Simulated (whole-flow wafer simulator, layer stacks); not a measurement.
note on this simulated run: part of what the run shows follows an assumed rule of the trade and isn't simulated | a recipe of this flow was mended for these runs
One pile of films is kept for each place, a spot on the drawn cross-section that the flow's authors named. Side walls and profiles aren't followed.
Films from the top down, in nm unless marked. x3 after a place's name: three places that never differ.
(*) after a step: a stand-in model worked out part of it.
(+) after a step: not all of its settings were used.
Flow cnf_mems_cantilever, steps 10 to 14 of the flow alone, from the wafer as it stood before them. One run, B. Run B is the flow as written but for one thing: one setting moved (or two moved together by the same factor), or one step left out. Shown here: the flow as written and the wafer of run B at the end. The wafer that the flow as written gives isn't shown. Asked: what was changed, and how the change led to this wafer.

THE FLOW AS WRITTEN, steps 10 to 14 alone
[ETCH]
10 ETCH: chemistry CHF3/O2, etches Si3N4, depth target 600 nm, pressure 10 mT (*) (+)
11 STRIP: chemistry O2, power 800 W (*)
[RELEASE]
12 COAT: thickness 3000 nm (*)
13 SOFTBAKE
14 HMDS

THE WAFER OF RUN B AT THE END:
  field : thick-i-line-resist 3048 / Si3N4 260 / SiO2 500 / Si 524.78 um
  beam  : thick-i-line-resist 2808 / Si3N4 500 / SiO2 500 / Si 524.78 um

The cause: step 10, ETCH: depth target 240 nm was run, where the flow has depth target 600 nm.

How the change led to this, step by step:
  10 ETCH: chemistry CHF3/O2, etches Si3N4, depth target 600 nm, pressure 10 mT (*) (+)
      field: Si3N4 -240 (as written it would be: Si3N4 -500 (all of it), SiO2 -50)
      beam: KrF-resist -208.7 (as written it would be: KrF-resist -521.7)
  11 STRIP: chemistry O2, power 800 W (*)
      beam: KrF-resist -774 (all of it) (as written it would be: KrF-resist -460.9 (all of it))
  12 COAT: thickness 3000 nm (*)
      beam: thick-i-line-resist +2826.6 (new film) (as written it would be: thick-i-line-resist +2607.6 (new film))
  13 SOFTBAKE
      field: thick-i-line-resist +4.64 (as written it would be: thick-i-line-resist +11.9)
      beam: thick-i-line-resist -18.6 (as written it would be: thick-i-line-resist -47.6)
